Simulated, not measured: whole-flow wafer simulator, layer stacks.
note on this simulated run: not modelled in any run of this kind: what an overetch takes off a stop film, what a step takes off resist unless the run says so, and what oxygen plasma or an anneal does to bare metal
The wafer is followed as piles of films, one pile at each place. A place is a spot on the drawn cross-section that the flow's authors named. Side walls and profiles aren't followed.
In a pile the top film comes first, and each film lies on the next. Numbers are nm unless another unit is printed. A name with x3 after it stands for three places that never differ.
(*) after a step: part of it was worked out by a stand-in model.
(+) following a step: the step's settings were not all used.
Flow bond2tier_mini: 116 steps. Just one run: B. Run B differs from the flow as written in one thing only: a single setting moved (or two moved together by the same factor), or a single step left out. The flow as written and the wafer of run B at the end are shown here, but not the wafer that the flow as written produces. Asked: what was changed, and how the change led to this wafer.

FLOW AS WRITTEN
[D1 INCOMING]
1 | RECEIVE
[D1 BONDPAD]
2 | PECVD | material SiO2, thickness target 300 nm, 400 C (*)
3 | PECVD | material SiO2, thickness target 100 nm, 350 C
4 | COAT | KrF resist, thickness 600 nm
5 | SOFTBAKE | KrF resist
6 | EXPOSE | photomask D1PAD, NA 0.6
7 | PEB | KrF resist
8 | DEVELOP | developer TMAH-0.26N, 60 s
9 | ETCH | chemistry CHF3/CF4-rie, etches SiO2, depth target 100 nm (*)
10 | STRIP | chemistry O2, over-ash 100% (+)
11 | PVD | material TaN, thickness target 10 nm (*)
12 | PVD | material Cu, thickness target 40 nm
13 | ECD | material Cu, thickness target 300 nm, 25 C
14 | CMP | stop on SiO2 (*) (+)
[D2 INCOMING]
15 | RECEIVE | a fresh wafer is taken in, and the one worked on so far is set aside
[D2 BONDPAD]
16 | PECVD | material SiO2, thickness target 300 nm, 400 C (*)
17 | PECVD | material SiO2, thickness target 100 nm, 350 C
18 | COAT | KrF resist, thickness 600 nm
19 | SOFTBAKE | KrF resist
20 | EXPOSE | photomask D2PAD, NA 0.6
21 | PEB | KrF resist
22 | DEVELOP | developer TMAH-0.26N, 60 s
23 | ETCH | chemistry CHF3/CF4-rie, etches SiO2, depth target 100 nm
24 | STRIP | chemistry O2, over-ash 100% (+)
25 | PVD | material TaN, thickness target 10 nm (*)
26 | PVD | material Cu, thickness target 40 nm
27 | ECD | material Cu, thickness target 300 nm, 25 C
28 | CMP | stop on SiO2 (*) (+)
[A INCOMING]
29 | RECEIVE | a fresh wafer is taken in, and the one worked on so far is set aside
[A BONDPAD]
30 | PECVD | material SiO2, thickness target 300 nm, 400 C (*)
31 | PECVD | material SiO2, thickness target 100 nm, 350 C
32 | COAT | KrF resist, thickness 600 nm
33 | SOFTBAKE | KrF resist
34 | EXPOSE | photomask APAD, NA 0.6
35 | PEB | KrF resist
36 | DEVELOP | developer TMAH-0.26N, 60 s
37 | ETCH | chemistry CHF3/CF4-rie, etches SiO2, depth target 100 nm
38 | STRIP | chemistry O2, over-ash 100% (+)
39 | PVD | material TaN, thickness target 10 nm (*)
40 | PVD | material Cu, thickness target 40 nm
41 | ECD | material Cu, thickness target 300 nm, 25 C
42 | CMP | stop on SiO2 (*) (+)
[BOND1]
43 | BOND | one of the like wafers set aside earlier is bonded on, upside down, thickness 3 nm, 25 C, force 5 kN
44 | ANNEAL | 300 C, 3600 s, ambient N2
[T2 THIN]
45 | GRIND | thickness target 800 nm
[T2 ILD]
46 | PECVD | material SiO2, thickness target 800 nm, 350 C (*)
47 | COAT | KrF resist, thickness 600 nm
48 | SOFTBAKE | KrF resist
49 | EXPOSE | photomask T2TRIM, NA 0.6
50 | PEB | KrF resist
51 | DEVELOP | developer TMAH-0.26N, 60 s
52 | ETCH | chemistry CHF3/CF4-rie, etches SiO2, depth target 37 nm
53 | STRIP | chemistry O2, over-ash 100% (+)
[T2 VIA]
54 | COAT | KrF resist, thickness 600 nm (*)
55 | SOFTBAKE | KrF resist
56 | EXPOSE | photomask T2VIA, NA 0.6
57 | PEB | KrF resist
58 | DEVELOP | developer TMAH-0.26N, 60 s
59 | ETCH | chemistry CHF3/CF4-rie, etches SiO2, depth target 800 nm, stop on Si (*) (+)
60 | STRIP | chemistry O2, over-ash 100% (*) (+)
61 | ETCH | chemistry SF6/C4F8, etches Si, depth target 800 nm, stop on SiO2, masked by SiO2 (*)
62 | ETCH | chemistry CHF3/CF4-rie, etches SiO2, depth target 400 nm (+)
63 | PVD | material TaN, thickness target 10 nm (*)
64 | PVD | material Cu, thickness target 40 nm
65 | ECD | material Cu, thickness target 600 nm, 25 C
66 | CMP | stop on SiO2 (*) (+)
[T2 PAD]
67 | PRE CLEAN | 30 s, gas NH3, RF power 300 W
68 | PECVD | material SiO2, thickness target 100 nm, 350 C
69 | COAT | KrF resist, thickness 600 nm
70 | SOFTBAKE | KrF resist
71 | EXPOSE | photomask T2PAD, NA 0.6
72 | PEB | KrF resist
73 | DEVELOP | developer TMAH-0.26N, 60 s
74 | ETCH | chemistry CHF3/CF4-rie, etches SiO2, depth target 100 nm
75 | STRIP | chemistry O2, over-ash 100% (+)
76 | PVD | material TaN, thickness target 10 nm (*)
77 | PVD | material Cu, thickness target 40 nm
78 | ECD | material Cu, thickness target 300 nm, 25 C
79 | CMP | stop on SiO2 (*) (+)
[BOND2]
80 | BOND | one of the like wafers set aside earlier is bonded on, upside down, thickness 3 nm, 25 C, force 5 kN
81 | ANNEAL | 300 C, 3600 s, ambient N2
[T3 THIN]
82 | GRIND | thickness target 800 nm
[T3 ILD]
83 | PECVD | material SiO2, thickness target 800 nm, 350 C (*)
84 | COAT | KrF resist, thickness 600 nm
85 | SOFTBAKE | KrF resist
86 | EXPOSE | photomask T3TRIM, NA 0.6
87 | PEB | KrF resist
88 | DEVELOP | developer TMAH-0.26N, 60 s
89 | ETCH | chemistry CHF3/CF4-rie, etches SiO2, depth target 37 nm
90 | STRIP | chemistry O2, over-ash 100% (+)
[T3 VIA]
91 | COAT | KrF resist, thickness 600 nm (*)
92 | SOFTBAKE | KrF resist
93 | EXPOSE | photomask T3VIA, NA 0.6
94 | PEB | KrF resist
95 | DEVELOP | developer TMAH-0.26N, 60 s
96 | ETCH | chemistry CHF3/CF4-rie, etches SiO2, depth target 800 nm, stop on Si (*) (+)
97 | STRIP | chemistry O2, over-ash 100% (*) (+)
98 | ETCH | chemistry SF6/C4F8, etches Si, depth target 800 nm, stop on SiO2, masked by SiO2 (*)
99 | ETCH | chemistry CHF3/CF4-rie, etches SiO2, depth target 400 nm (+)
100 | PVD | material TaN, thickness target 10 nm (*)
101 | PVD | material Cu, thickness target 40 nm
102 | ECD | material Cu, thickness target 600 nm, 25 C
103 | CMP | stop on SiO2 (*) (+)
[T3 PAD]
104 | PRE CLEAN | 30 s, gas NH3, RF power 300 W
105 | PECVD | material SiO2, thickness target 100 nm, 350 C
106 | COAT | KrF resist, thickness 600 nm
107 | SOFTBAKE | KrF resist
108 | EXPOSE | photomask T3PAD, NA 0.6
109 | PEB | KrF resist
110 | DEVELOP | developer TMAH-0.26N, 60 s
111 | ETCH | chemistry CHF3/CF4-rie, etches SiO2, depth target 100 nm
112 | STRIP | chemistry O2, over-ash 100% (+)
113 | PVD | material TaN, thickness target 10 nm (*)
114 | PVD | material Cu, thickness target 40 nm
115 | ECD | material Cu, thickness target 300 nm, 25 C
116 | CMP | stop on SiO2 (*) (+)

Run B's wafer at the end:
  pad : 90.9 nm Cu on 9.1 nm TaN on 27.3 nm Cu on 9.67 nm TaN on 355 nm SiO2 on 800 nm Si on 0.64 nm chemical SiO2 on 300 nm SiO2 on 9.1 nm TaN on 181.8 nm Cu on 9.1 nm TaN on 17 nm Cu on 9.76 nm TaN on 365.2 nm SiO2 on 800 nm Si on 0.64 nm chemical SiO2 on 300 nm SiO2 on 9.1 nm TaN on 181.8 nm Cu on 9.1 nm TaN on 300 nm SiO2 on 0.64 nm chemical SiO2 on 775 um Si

Cause: step 52, ETCH: depth target 26.8 nm was run, while the flow as written has depth target 37 nm.

The path from the change to this, step by step:
  52 | ETCH | chemistry CHF3/CF4-rie, etches SiO2, depth target 37 nm
      pad, via: -26.8 SiO2 (it would be, as written: -37 SiO2)
      field: -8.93 KrF resist (it would be, as written: -12.3 KrF resist)
